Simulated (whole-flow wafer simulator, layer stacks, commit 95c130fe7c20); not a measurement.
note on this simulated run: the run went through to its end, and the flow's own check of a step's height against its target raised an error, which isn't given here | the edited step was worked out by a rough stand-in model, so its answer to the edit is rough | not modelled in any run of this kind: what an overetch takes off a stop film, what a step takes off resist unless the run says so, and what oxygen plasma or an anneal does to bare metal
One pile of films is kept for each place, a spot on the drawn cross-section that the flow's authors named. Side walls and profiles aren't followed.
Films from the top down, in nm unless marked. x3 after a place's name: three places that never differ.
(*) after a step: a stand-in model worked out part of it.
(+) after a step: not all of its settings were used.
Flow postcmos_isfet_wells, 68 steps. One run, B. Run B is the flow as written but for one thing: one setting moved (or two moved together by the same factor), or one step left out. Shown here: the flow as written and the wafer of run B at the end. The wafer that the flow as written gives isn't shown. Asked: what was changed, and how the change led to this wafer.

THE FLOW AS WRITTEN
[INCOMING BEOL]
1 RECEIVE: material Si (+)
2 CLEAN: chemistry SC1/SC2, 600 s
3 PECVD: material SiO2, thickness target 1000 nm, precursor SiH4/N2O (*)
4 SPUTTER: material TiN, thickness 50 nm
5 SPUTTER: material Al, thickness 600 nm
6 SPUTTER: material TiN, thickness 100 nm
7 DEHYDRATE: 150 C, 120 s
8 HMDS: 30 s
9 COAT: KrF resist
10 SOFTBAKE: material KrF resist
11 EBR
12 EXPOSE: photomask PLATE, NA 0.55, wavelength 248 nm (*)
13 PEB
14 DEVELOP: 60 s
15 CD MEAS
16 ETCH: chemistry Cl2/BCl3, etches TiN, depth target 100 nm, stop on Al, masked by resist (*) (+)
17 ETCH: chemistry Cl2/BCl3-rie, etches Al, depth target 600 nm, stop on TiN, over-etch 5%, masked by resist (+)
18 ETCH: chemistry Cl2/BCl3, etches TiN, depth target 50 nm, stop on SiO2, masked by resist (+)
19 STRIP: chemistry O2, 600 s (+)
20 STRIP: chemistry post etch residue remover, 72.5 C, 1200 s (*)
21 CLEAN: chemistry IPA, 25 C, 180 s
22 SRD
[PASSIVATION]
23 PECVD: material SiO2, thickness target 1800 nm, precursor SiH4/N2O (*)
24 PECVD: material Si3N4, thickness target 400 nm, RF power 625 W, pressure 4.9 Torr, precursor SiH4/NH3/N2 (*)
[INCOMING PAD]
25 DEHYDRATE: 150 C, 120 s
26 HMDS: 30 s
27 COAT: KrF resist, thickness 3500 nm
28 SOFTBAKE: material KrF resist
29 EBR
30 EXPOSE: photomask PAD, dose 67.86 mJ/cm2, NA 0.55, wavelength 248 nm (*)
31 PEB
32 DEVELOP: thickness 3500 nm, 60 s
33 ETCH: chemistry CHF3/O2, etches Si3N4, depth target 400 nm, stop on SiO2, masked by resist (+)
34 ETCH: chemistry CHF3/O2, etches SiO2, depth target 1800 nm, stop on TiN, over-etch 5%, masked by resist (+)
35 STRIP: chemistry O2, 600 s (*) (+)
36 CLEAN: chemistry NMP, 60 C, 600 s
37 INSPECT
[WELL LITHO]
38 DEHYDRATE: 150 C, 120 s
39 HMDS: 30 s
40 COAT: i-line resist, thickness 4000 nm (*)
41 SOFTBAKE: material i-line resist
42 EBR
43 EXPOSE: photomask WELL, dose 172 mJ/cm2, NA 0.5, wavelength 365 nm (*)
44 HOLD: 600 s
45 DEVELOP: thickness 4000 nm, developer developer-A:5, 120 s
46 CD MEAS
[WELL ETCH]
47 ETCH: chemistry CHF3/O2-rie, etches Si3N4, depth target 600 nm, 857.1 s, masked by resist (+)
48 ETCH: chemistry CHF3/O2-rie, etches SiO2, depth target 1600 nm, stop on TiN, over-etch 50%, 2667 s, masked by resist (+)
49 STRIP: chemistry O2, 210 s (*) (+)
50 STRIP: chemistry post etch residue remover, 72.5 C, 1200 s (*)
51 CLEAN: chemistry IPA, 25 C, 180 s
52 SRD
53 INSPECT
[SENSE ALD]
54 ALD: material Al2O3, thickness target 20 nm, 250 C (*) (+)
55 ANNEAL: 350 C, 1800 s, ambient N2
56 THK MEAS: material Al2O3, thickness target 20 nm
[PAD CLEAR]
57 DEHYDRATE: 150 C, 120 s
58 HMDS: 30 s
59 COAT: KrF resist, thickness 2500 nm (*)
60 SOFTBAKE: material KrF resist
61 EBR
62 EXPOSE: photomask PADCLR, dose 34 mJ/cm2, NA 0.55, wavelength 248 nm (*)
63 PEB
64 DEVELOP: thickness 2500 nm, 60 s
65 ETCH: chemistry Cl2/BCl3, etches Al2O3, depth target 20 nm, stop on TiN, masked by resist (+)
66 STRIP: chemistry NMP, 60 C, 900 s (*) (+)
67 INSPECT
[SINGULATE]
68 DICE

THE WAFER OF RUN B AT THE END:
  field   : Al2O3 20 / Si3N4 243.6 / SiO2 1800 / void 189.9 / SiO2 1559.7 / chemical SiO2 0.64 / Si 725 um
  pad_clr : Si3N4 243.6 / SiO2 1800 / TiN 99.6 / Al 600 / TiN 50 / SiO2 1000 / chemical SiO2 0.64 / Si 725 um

The cause: step 24, PECVD: thickness target 244 nm was run, where the flow has thickness target 400 nm.

How the change led to this, step by step:
  24 PECVD: material Si3N4, thickness target 400 nm, RF power 625 W, pressure 4.9 Torr, precursor SiH4/NH3/N2 (*)
      field, margin, well900, well1300 x3, pad_rim, pad_clr, pad_open: Si3N4 +244 (new film) (as written it would be: Si3N4 +400 (new film))
  33 ETCH: chemistry CHF3/O2, etches Si3N4, depth target 400 nm, stop on SiO2, masked by resist (+)
      field, margin, well900, well1300 x3, pad_rim, pad_clr: KrF resist -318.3 (as written it would be: KrF resist -347.8)
      pad_open: Si3N4 -244 (all of it) (as written it would be: Si3N4 -400 (all of it))
  41 SOFTBAKE: material i-line resist
      pad_clr: i-line resist -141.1 (as written it would be: i-line resist -156.7)
      pad_open: i-line resist +108.4 (as written it would be: i-line resist +115.3)
  47 ETCH: chemistry CHF3/O2-rie, etches Si3N4, depth target 600 nm, 857.1 s, masked by resist (+)
      well900, well1300 x3: Si3N4 -244 (all of it), SiO2 -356 (as written it would be: Si3N4 -400 (all of it), SiO2 -200)
  48 ETCH: chemistry CHF3/O2-rie, etches SiO2, depth target 1600 nm, stop on TiN, over-etch 50%, 2667 s, masked by resist (+)
      well900, well1300 x3: SiO2 -1444 (all of it) (as written it would be: SiO2 -1600 (all of it))
  49 STRIP: chemistry O2, 210 s (*) (+)
      pad_clr: i-line resist -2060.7 (all of it) (as written it would be: i-line resist -1996.5 (all of it))
  59 COAT: KrF resist, thickness 2500 nm (*)
      field: KrF resist +1523.5 (new film) (as written it would be: KrF resist +1449 (new film))
      margin: KrF resist +1523.4 (new film) (as written it would be: KrF resist +1448.9 (new film))
      (and at 1 more place)
  64 DEVELOP: thickness 2500 nm, 60 s
      pad_clr: KrF resist -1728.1 (all of it) (as written it would be: KrF resist -1676 (all of it))
  66 STRIP: chemistry NMP, 60 C, 900 s (*) (+)
      field, margin: KrF resist -1474.1 (all of it) (as written it would be: KrF resist -1400.1 (all of it))
